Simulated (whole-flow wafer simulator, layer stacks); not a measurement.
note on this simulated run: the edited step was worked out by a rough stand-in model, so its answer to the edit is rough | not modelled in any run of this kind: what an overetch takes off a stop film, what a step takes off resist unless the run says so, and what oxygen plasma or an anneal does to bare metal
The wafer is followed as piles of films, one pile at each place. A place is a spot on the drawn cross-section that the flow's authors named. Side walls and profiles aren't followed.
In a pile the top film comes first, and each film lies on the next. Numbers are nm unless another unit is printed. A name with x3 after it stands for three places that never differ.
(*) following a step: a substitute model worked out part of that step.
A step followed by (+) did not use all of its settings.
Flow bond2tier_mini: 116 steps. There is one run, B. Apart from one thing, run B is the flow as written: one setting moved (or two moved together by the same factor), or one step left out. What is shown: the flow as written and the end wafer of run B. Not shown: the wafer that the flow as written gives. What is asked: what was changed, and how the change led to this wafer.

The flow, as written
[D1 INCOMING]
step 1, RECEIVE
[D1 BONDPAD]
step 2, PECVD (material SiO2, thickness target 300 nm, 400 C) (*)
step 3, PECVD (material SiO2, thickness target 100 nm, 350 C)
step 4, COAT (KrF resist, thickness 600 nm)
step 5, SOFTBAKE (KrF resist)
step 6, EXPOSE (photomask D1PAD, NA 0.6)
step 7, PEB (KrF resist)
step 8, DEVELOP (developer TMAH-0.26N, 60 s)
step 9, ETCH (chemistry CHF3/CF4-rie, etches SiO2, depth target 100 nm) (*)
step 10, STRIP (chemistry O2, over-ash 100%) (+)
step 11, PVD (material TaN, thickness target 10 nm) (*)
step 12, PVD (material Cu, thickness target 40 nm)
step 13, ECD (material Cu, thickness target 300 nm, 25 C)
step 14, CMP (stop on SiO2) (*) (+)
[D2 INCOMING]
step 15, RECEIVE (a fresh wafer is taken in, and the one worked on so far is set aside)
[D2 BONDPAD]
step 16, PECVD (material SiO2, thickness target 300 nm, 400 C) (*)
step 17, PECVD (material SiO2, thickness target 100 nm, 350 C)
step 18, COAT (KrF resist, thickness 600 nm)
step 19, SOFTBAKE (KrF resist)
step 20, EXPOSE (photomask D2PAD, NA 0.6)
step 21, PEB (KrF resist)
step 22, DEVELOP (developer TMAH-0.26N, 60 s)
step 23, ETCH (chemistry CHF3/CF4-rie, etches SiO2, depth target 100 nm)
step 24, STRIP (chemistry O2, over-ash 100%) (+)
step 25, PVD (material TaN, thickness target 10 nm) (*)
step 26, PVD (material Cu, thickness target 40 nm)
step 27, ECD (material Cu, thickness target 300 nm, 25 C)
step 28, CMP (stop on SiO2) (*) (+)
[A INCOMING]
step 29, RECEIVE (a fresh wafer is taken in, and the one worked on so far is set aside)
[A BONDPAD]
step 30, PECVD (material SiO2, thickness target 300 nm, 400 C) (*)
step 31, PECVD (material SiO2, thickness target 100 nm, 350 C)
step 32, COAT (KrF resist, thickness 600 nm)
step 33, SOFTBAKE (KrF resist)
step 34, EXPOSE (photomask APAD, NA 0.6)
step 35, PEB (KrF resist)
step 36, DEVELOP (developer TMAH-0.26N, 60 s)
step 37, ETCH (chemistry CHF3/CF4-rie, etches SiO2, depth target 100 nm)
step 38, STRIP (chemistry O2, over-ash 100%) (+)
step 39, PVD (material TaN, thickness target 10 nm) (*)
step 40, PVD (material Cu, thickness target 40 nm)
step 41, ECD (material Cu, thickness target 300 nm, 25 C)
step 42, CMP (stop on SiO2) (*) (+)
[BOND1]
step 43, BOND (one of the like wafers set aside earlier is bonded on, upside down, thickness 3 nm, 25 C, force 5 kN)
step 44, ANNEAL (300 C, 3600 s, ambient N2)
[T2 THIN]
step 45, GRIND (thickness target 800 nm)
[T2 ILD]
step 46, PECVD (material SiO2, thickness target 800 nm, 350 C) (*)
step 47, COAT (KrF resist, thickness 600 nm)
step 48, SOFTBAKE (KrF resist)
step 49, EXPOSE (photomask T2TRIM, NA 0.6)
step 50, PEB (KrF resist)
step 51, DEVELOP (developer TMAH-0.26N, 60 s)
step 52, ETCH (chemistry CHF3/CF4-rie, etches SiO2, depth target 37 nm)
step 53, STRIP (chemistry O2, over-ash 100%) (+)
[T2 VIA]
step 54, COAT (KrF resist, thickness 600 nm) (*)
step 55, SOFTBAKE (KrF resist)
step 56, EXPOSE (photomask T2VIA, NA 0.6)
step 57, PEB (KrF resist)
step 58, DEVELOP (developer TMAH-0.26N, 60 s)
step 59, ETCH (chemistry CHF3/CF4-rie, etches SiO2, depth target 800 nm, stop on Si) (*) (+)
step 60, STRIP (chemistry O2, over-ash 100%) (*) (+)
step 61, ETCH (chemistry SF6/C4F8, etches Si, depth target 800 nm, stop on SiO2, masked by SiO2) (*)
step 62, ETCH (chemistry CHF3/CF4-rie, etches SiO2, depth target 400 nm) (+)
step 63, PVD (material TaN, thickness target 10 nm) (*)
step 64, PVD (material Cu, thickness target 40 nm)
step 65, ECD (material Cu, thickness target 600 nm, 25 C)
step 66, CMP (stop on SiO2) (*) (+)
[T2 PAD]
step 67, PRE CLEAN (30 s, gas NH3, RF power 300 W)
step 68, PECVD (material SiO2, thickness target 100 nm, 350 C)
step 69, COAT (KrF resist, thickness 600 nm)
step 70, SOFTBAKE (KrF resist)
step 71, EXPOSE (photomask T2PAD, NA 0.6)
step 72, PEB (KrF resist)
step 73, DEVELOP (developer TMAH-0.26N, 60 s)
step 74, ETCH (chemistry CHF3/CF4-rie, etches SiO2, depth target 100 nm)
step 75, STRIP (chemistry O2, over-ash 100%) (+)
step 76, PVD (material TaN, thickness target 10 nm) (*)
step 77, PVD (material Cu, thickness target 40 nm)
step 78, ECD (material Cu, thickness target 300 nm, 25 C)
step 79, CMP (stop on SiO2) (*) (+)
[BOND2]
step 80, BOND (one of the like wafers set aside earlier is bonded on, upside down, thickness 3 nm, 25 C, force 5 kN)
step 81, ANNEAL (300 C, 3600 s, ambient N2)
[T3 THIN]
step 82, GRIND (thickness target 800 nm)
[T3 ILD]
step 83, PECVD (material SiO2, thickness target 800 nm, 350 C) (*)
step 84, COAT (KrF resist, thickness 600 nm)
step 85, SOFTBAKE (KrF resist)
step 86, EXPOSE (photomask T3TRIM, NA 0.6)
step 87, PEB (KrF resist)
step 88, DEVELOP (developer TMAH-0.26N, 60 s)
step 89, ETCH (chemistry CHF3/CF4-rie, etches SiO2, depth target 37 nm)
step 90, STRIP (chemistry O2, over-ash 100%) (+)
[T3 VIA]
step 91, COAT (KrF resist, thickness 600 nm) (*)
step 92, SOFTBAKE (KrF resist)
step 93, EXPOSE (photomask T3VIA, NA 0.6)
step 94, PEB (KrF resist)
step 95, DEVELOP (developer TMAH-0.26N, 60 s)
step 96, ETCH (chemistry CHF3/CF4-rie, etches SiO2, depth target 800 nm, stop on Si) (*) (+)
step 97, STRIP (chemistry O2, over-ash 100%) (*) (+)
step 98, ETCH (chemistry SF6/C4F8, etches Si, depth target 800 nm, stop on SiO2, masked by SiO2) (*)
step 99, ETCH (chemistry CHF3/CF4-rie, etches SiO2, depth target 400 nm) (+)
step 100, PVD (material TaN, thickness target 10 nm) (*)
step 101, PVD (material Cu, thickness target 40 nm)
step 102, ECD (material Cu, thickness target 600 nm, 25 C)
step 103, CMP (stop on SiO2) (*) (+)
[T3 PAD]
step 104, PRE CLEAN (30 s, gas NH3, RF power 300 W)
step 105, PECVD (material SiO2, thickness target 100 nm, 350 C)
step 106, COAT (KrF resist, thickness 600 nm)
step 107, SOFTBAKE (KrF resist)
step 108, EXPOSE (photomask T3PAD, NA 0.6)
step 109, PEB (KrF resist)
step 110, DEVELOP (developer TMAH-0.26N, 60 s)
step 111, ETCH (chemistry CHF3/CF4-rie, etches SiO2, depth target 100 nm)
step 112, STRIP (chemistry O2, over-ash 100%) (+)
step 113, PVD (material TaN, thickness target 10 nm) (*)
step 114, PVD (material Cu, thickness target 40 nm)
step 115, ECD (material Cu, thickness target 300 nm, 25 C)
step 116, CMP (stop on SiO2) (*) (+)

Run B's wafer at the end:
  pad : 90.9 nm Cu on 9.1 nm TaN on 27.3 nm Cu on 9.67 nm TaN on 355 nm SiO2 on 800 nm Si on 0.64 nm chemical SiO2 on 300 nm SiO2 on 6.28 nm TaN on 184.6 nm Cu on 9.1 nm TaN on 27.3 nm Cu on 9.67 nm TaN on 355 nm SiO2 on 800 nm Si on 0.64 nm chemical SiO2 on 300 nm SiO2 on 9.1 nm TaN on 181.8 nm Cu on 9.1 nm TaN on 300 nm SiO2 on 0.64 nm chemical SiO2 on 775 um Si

The reason: step 25, PVD: thickness target 6.9 nm was run, though the flow has thickness target 10 nm.

Step by step, how the change led to this:
  step 25, PVD (material TaN, thickness target 10 nm) (*)
      field: +6.9 TaN (new film) (it would be, as written: +10 TaN (new film))
      pad: +6.28 TaN (new film) (it would be, as written: +9.1 TaN (new film))
      (also at 1 further place)
  step 28, CMP (stop on SiO2) (*) (+)
      field: -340 Cu (all of it), -6.9 TaN (all of it) (it would be, as written: -340 Cu (all of it), -10 TaN (all of it))
  step 80, BOND (one of the like wafers set aside earlier is bonded on, upside down, thickness 3 nm, 25 C, force 5 kN)
      pad: +775 um Si (new film), +0.64 chemical SiO2 (new film), +300 SiO2 (new film), +6.28 TaN (new film), +93.7 Cu (it would be, as written: +775 um Si (new film), +0.64 chemical SiO2 (new film), +300 SiO2 (new film), +9.1 TaN (new film), +90.9 Cu)
